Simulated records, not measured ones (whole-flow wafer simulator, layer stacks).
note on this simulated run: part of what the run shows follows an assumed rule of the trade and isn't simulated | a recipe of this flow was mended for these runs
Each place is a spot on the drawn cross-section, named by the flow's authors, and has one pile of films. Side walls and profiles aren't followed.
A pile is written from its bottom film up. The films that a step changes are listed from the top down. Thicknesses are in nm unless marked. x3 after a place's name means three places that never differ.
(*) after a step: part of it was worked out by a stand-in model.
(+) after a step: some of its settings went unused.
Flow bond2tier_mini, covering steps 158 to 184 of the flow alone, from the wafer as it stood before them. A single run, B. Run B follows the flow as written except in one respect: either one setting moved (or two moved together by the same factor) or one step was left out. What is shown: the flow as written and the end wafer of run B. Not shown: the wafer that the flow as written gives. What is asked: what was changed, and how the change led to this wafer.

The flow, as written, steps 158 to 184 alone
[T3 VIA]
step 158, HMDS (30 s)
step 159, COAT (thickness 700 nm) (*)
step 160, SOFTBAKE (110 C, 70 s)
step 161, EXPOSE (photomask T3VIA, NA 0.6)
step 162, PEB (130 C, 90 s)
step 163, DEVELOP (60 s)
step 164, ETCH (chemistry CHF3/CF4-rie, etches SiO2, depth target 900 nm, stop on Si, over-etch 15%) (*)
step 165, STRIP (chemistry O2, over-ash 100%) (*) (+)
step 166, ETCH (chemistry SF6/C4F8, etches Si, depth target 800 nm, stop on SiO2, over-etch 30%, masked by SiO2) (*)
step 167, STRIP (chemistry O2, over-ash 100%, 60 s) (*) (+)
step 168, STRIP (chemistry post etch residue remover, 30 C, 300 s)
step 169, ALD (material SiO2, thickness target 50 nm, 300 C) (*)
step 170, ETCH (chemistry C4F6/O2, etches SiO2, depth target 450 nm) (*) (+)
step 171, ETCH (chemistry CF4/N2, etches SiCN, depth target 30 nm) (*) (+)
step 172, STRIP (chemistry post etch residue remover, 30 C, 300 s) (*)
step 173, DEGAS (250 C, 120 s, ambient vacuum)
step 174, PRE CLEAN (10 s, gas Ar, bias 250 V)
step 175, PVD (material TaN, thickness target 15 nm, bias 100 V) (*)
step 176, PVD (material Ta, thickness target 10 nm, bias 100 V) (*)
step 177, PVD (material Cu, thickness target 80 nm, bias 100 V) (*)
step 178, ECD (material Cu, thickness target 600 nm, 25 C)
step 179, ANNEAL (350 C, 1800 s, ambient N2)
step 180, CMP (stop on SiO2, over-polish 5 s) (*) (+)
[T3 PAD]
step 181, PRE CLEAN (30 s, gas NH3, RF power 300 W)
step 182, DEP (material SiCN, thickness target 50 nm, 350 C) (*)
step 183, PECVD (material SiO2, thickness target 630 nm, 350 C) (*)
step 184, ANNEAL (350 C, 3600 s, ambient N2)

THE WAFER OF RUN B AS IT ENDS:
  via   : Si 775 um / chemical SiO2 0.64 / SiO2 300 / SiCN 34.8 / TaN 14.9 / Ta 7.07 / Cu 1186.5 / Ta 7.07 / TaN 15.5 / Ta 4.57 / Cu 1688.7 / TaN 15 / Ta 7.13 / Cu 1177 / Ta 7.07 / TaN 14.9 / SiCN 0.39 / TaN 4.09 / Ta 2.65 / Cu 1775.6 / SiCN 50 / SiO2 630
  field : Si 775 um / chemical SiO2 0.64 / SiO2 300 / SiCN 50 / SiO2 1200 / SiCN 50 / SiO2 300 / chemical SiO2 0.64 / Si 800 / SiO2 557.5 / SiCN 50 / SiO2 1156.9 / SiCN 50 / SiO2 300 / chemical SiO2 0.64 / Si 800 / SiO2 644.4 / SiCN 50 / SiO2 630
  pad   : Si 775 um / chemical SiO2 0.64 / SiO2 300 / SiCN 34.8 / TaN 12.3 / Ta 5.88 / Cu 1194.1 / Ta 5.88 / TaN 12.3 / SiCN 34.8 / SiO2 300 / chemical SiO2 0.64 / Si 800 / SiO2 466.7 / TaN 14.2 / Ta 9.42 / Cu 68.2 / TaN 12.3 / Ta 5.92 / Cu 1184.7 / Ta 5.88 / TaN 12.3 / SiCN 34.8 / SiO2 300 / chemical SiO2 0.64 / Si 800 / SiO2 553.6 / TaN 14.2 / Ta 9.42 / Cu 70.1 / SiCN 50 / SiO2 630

What caused this: step 169, ALD: thickness target 136.9 nm was run, while the flow as written has thickness target 50 nm.

How this came from the change, step by step:
  step 169, ALD (material SiO2, thickness target 50 nm, 300 C) (*)
      field, pad, via: SiO2 gains 136.9 (it would be, as written: SiO2 gains 50)
  step 170, ETCH (chemistry C4F6/O2, etches SiO2, depth target 450 nm) (*) (+)
      via: SiO2 loses 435 (all of it), SiCN loses 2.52 (it would be, as written: SiO2 loses 348.1 (all of it), SiCN loses 17.2)
  step 171, ETCH (chemistry CF4/N2, etches SiCN, depth target 30 nm) (*) (+)
      via: SiCN loses 30 (it would be, as written: SiCN loses 17.6 (all of it), TaN loses 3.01)
  step 174, PRE CLEAN (10 s, gas Ar, bias 250 V)
      via: SiCN loses 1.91 (it would be, as written: TaN loses 3.19)
  step 175, PVD (material TaN, thickness target 15 nm, bias 100 V) (*)
      via: TaN gains 4.09 (new film) (it would be, as written: TaN gains 6.94)
  step 176, PVD (material Ta, thickness target 10 nm, bias 100 V) (*)
      via: Ta gains 2.65 (new film) (it would be, as written: Ta gains 4.57 (new film))
  step 177, PVD (material Cu, thickness target 80 nm, bias 100 V) (*)
      via: Cu gains 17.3 (new film) (it would be, as written: Cu gains 35 (new film))
  step 178, ECD (material Cu, thickness target 600 nm, 25 C)
      via: Cu gains 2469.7 (it would be, as written: Cu gains 2367)
If metal films that touch count as one body, via has 2 bodies (between them, from the top down: SiCN 0.39); the flow as written gives 1 body.
